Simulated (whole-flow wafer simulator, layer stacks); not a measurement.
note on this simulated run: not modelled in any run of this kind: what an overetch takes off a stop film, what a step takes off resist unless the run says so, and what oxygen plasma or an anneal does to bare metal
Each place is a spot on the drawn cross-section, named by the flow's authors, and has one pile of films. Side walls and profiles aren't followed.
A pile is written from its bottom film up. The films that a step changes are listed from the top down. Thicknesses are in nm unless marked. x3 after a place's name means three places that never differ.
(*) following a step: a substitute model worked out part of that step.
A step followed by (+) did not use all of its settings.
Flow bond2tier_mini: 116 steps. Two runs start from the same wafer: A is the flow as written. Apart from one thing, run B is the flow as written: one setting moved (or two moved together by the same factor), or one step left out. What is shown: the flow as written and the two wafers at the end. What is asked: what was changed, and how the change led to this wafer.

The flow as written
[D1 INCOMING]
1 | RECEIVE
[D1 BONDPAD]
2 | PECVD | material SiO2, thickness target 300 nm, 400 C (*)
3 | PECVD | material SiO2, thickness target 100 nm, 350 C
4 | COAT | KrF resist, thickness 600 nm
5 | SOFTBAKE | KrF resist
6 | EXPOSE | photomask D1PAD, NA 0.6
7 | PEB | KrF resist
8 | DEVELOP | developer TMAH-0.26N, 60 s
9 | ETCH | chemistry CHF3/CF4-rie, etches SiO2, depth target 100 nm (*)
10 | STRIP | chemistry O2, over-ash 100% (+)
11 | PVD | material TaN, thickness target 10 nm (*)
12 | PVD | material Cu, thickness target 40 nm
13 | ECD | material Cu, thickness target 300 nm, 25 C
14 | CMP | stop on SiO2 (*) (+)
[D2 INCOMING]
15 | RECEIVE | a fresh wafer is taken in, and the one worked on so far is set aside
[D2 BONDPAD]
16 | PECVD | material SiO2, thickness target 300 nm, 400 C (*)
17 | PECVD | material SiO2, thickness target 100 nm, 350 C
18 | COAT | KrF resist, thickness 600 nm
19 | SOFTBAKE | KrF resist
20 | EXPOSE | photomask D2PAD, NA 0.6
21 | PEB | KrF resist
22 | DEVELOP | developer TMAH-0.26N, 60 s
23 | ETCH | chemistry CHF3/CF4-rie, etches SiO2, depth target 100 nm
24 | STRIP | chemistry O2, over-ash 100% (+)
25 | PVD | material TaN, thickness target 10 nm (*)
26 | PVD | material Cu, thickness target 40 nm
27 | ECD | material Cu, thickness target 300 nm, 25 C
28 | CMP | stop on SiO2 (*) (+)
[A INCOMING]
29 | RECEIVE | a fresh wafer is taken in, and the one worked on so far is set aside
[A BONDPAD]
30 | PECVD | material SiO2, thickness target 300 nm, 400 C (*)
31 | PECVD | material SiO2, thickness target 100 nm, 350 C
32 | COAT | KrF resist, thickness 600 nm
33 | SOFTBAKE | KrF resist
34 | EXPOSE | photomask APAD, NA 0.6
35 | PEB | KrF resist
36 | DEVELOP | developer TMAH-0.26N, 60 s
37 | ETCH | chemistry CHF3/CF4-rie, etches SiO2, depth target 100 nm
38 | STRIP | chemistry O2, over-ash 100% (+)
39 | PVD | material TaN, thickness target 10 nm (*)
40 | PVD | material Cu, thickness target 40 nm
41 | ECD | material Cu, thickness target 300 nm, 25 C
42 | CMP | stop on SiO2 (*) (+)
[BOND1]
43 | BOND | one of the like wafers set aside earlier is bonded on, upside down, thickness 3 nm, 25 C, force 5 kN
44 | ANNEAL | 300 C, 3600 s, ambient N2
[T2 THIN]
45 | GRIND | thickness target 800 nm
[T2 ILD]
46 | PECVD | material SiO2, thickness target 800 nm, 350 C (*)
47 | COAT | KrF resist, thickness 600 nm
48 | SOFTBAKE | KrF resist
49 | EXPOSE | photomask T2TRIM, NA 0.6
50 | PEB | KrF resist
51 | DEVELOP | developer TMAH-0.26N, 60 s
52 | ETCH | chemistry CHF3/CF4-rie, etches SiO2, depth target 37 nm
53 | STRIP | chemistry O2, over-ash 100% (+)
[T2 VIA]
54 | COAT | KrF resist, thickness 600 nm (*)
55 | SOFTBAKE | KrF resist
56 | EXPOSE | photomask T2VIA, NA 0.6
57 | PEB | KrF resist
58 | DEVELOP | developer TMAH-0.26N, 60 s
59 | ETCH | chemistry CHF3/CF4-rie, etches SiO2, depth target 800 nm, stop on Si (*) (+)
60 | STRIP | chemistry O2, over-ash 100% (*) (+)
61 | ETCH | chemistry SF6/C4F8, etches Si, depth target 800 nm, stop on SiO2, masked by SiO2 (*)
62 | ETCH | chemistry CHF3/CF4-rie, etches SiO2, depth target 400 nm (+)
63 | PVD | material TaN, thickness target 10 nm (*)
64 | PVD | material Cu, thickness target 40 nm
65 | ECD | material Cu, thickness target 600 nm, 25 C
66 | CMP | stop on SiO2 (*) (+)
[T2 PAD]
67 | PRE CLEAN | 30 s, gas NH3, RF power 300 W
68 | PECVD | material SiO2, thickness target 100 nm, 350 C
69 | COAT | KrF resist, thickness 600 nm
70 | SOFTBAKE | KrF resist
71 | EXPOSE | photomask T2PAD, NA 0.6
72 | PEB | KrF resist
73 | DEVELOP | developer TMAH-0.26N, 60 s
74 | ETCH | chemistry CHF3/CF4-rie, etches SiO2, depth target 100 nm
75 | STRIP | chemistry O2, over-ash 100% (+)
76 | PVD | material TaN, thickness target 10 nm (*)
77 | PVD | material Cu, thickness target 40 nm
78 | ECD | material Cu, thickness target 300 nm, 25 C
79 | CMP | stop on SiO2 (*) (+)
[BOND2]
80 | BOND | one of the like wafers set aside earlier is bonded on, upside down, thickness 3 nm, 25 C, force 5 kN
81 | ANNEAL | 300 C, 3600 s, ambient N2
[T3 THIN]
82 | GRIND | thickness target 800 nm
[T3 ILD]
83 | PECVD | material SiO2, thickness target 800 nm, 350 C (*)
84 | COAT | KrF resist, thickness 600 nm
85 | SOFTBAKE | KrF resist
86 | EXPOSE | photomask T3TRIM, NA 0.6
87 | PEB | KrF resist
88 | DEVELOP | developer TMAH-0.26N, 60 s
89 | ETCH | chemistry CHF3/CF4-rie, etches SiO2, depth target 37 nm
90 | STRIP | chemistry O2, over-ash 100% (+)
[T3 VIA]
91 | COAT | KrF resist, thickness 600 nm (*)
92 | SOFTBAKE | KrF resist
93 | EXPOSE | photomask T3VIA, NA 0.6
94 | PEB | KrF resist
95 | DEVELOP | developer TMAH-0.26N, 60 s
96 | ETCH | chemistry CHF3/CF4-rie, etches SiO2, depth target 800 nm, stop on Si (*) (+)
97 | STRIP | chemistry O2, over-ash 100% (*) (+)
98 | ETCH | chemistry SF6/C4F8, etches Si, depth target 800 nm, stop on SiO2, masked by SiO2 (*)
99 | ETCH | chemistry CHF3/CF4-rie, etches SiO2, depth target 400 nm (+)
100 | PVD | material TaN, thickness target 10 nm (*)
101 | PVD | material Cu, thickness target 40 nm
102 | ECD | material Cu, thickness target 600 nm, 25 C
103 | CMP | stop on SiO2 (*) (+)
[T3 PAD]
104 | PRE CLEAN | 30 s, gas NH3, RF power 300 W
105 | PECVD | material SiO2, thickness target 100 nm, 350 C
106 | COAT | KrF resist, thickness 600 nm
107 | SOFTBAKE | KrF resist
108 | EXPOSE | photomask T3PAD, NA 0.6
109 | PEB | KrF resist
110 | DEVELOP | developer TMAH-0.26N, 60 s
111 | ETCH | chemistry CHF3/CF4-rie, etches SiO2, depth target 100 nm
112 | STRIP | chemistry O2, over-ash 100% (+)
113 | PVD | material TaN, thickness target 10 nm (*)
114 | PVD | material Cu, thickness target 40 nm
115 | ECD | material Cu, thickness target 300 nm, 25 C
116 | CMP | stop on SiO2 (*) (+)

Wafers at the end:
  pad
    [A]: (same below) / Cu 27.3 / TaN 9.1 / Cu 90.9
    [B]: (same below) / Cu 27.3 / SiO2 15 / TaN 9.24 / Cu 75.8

What caused this: step 111, ETCH: depth target 85 nm was run, though the flow has depth target 100 nm.

How this came from the change, step by step:
  111 | ETCH | chemistry CHF3/CF4-rie, etches SiO2, depth target 100 nm
      pad: A -100 SiO2 (all of it) | B -85 SiO2
      field: A -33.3 KrF resist | B -28.3 KrF resist
  115 | ECD | material Cu, thickness target 300 nm, 25 C
      pad: A +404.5 Cu | B +388.8 Cu
Taking metal films that touch as one body, pad has 4 bodies (between them, from the top down: SiO2 15; SiO2 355 / Si 800 / chemical SiO2 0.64 / SiO2 300; SiO2 355 / Si 800 / chemical SiO2 0.64 / SiO2 300); the flow as written gives 3 bodies (between them, from the top down: SiO2 355 / Si 800 / chemical SiO2 0.64 / SiO2 300; SiO2 355 / Si 800 / chemical SiO2 0.64 / SiO2 300).
